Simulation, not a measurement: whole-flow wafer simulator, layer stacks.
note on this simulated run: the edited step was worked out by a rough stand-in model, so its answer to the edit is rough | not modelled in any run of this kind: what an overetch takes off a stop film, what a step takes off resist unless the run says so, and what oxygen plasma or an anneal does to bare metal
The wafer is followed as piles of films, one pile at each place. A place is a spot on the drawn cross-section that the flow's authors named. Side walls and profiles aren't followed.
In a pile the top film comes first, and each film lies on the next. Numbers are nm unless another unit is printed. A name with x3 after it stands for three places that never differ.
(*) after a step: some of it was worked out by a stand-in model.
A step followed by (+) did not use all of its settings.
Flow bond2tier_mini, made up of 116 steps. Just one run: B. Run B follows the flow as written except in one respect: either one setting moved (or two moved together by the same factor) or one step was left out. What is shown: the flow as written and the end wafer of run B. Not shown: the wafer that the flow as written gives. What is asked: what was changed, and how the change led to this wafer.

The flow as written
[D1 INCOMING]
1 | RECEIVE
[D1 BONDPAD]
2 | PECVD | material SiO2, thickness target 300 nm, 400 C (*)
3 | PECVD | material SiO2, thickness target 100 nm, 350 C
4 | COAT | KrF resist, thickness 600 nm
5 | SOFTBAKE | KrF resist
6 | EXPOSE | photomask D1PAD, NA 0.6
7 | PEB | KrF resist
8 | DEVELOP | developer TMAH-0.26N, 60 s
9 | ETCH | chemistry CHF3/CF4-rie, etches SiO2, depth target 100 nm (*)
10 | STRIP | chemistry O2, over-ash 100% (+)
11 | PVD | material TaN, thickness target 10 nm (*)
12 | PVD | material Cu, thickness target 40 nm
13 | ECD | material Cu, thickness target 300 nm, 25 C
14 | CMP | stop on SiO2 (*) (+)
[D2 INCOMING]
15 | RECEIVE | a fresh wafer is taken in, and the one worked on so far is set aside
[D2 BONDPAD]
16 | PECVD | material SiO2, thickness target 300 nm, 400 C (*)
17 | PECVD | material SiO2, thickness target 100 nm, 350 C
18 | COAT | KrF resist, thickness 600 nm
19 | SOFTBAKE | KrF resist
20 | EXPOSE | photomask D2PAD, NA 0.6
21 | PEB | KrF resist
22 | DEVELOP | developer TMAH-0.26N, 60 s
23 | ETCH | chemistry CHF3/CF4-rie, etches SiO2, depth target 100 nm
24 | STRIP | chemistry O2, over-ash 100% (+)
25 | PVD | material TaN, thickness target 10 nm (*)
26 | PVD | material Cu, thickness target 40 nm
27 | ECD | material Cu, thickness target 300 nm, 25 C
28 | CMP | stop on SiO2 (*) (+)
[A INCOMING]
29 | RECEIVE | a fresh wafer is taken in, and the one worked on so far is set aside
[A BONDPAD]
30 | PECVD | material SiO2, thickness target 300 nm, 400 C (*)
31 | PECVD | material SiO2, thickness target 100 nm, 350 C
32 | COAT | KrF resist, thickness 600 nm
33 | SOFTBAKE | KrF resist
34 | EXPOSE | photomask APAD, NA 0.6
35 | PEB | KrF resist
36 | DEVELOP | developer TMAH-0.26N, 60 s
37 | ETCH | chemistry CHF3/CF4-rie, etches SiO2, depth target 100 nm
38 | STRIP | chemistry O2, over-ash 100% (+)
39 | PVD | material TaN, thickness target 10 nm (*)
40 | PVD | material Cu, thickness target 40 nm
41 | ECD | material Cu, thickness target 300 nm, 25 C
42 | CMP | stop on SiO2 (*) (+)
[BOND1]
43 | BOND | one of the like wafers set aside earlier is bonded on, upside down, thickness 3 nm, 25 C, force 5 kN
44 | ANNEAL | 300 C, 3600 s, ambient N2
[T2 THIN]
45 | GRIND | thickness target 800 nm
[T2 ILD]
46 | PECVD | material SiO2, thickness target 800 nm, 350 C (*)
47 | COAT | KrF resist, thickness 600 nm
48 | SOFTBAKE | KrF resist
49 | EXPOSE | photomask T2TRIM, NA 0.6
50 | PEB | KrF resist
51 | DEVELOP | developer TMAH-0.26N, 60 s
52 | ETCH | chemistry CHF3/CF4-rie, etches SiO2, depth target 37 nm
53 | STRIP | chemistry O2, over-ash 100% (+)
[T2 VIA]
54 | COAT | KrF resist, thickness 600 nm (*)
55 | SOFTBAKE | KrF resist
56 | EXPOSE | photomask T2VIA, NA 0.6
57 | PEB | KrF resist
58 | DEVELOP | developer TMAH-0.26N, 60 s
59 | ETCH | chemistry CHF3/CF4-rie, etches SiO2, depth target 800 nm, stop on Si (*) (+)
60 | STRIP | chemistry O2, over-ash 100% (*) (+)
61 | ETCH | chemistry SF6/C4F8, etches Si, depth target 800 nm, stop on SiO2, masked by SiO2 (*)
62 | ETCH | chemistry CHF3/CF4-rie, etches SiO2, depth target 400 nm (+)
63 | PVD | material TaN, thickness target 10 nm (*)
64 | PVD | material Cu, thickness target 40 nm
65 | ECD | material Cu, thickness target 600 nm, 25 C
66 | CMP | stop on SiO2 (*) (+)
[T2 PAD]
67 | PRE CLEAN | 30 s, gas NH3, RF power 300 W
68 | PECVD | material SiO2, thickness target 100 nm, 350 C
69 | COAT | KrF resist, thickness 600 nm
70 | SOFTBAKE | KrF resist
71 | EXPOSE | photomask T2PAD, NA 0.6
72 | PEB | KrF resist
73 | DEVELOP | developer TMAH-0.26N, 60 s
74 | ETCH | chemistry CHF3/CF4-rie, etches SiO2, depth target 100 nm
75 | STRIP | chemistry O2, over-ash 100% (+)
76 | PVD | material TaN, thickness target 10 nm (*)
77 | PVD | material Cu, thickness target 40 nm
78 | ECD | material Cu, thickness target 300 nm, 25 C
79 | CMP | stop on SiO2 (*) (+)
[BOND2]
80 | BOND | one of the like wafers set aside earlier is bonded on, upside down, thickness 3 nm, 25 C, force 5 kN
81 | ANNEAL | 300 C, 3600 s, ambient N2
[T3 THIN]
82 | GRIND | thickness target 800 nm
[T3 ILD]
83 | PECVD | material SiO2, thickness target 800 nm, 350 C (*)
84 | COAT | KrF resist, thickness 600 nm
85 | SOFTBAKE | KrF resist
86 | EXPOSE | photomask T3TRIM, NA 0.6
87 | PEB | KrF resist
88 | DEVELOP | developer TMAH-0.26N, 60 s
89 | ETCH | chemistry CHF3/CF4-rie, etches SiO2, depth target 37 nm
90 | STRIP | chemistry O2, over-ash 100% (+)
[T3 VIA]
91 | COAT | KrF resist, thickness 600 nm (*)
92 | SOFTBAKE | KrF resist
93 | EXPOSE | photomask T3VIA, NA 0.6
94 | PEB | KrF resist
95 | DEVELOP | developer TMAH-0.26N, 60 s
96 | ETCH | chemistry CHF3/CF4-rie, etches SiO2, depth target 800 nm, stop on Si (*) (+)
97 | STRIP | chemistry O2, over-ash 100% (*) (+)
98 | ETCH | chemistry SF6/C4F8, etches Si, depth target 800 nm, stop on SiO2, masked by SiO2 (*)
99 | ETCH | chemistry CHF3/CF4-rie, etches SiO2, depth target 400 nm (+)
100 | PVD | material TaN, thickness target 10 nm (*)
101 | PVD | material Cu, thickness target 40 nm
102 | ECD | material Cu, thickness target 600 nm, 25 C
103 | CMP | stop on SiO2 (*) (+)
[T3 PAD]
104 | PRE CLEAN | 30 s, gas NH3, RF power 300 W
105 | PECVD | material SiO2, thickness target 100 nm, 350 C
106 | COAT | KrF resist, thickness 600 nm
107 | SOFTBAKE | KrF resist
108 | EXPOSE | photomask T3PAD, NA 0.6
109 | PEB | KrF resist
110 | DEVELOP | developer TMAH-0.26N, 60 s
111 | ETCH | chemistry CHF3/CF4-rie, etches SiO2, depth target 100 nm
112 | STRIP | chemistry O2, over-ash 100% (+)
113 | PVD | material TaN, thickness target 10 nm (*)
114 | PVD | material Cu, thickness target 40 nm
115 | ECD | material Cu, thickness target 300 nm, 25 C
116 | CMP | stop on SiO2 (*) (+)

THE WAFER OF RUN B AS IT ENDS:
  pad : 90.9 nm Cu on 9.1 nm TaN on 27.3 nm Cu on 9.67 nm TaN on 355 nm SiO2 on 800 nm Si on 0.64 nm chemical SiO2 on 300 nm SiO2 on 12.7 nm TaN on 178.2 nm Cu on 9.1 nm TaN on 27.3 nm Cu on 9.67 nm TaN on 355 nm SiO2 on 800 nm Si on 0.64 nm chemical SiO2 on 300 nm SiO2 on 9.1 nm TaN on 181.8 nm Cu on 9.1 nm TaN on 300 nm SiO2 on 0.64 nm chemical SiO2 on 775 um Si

What caused this: step 25, PVD: thickness target 14 nm was run, whereas the flow has thickness target 10 nm.

How this came from the change, step by step:
  25 | PVD | material TaN, thickness target 10 nm (*)
      field: TaN gains 14 (new film) (in the flow as written it would be: TaN gains 10 (new film))
      pad: TaN gains 12.7 (new film) (in the flow as written it would be: TaN gains 9.1 (new film))
      (as well as at 1 more place)
  28 | CMP | stop on SiO2 (*) (+)
      field: Cu loses 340 (all of it), TaN loses 14 (all of it) (in the flow as written it would be: Cu loses 340 (all of it), TaN loses 10 (all of it))
  80 | BOND | one of the like wafers set aside earlier is bonded on, upside down, thickness 3 nm, 25 C, force 5 kN
      pad: Si gains 775 um (new film), chemical SiO2 gains 0.64 (new film), SiO2 gains 300 (new film), TaN gains 12.7 (new film), Cu gains 87.3 (in the flow as written it would be: Si gains 775 um (new film), chemical SiO2 gains 0.64 (new film), SiO2 gains 300 (new film), TaN gains 9.1 (new film), Cu gains 90.9)
